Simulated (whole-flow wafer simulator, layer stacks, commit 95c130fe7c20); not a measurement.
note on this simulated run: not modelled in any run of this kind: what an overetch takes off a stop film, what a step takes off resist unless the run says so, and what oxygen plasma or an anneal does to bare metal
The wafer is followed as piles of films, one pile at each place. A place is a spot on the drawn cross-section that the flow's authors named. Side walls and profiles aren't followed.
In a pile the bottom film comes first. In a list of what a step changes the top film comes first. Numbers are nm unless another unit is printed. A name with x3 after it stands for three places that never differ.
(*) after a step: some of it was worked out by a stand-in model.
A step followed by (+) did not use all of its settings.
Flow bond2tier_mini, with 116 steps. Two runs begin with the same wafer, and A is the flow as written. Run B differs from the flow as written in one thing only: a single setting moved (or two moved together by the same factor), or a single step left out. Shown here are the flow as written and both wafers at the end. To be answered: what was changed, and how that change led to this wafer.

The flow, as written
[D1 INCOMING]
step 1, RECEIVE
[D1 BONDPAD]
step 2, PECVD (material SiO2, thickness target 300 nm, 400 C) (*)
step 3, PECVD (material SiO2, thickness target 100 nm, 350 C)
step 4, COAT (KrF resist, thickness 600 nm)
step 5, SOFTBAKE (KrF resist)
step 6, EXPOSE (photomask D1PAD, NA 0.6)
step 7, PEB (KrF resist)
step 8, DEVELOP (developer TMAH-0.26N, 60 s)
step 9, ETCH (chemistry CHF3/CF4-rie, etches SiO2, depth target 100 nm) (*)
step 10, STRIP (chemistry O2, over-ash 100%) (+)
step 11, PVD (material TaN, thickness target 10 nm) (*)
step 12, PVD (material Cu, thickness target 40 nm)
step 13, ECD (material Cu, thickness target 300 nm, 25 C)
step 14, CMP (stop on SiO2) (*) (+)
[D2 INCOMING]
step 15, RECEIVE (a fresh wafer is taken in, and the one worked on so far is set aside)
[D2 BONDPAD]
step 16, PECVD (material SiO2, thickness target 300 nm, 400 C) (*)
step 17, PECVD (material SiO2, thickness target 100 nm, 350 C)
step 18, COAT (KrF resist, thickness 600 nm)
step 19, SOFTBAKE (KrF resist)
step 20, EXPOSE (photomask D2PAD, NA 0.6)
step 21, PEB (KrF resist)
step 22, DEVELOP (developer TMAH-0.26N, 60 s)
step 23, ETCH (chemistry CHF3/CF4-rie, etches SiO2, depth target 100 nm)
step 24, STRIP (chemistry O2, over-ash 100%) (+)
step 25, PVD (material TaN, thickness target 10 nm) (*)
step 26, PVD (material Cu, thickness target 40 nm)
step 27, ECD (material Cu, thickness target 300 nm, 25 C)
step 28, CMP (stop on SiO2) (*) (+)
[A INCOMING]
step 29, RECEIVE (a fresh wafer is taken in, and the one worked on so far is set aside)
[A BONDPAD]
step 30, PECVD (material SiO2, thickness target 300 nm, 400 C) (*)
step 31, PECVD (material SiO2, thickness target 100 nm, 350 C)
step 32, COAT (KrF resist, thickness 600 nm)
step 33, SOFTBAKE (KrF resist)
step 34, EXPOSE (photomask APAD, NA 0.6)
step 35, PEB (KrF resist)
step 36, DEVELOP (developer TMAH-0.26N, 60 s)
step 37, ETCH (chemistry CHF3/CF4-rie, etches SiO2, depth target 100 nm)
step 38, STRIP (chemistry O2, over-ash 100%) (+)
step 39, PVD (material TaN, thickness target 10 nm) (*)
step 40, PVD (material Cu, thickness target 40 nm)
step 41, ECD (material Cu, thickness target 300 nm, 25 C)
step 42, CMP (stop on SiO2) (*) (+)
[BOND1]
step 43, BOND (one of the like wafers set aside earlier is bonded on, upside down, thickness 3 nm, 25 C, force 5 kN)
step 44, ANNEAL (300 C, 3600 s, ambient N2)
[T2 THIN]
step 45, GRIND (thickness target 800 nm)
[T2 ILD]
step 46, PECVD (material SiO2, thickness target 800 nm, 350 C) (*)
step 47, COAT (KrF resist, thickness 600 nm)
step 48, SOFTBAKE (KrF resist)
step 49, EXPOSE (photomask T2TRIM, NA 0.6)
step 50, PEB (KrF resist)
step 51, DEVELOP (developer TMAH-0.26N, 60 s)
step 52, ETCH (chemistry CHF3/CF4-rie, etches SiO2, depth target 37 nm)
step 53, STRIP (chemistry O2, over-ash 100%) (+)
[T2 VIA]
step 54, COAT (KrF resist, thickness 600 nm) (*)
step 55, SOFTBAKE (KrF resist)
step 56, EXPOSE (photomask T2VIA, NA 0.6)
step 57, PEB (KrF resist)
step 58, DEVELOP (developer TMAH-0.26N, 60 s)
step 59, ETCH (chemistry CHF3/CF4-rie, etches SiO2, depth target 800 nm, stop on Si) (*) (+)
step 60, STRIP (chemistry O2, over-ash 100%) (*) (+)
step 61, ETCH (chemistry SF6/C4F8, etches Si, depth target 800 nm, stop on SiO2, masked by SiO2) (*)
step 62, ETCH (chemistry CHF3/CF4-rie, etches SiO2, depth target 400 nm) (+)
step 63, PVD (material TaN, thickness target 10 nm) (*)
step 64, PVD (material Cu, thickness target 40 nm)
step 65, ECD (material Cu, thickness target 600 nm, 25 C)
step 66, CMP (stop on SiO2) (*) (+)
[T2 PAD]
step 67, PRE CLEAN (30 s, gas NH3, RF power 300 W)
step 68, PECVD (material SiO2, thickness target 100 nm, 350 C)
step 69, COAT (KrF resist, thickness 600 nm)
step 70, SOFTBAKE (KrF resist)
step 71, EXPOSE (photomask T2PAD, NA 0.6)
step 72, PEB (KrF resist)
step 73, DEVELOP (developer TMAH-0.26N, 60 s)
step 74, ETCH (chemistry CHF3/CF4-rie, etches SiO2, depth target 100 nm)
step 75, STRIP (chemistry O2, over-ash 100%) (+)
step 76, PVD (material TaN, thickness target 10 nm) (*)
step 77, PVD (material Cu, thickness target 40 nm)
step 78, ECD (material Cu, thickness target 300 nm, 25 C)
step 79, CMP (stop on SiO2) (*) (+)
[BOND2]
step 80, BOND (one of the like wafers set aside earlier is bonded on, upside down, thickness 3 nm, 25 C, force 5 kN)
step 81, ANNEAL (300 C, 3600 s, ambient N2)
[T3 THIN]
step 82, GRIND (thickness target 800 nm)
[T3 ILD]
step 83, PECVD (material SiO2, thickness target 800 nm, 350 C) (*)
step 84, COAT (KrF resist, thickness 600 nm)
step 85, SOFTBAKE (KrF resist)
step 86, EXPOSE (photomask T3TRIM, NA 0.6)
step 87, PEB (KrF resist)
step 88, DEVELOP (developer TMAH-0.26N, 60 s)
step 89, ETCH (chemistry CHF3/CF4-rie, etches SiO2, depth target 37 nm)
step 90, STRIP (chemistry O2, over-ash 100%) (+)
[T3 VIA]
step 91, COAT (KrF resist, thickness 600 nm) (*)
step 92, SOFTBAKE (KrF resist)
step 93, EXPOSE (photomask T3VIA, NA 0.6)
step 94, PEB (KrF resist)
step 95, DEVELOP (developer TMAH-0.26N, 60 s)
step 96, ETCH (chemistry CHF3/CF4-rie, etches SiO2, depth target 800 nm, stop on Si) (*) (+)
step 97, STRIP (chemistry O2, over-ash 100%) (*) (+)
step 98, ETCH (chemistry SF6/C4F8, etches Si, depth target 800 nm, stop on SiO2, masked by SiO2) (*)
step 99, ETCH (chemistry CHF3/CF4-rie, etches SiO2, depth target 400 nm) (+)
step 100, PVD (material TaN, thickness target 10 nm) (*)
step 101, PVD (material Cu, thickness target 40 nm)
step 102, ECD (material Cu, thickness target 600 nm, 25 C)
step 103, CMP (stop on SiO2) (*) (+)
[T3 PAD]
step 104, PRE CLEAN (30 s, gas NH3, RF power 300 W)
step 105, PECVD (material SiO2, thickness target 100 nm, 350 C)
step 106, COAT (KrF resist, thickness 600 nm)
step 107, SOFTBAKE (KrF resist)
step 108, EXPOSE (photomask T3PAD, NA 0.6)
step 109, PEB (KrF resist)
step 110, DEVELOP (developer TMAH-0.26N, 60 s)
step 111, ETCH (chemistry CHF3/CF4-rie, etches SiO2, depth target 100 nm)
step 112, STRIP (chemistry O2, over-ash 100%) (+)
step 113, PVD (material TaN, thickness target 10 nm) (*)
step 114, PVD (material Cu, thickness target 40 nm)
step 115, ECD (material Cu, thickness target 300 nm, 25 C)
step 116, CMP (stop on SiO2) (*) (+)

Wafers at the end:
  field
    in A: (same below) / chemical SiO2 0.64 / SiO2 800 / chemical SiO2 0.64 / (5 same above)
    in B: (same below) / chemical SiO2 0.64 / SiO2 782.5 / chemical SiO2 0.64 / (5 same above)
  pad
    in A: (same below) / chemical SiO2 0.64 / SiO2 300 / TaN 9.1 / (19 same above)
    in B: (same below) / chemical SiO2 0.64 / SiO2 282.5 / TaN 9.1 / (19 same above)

What caused this: step 31, PECVD: thickness target 82.5 nm was run, whereas the flow has thickness target 100 nm.

Step by step, how the change led to this:
  step 31, PECVD (material SiO2, thickness target 100 nm, 350 C)
      field, pad, via: A +100 SiO2 | B +82.5 SiO2
